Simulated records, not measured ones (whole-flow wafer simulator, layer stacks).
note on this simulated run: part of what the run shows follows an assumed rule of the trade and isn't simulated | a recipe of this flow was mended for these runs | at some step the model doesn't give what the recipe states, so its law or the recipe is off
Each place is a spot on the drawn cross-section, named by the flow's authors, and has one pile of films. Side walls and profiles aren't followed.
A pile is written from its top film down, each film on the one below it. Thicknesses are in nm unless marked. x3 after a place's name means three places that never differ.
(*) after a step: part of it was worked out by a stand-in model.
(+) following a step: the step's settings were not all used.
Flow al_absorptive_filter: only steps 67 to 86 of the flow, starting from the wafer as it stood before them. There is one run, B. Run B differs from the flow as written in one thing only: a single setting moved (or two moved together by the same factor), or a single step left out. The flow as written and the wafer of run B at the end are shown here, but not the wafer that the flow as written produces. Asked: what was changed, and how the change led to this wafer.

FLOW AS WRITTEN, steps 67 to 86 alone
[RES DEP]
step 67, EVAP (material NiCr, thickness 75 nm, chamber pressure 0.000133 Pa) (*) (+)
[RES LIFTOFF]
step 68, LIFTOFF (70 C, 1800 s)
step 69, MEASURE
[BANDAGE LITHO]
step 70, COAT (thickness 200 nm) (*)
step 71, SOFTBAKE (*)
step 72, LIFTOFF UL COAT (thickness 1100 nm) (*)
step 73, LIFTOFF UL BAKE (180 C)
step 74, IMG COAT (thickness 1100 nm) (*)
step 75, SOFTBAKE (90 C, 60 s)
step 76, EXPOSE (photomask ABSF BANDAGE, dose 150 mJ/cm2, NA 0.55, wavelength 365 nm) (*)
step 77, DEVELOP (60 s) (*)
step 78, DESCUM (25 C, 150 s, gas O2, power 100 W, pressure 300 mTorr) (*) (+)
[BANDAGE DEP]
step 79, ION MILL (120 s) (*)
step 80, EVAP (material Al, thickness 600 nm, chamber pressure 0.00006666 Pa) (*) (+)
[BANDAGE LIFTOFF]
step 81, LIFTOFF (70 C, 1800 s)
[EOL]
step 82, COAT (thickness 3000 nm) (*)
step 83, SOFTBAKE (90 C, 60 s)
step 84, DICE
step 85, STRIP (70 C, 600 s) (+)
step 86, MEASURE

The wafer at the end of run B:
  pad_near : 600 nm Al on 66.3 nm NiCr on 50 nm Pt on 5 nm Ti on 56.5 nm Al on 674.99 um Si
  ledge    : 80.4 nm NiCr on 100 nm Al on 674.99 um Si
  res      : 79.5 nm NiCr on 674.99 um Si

Cause: step 67, EVAP: thickness 80.4 nm was run, though the flow has thickness 75 nm.
One can read it off the wafer: ledge has NiCr 80.4, and step 67 as written asks for 75 nm.

Step by step, how the change led to this:
  step 67, EVAP (material NiCr, thickness 75 nm, chamber pressure 0.000133 Pa) (*) (+)
      gnd, pad_far, ledge and 9 more: +80.4 NiCr (new film) (it would be, as written: +75 NiCr (new film))
      pad_near: +79.6 NiCr (new film) (it would be, as written: +74.2 NiCr (new film))
      (as well as at 1 more place)
  step 68, LIFTOFF (70 C, 1800 s)
      xa_field, xl_land, idc_field: -80.4 NiCr (all of it), -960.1 i-line-resist (all of it), -1100 lift-off-underlayer (all of it), -200 acrylic-e-beam-resist (all of it) (it would be, as written: -75 NiCr (all of it), -960.1 i-line-resist (all of it), -1100 lift-off-underlayer (all of it), -200 acrylic-e-beam-resist (all of it))
      gnd: -80.4 NiCr (all of it), -959.5 i-line-resist (all of it), -1100.9 lift-off-underlayer (all of it), -200.6 acrylic-e-beam-resist (all of it) (it would be, as written: -75 NiCr (all of it), -959.5 i-line-resist (all of it), -1100.9 lift-off-underlayer (all of it), -200.6 acrylic-e-beam-resist (all of it))
      (as well as at 7 more places)
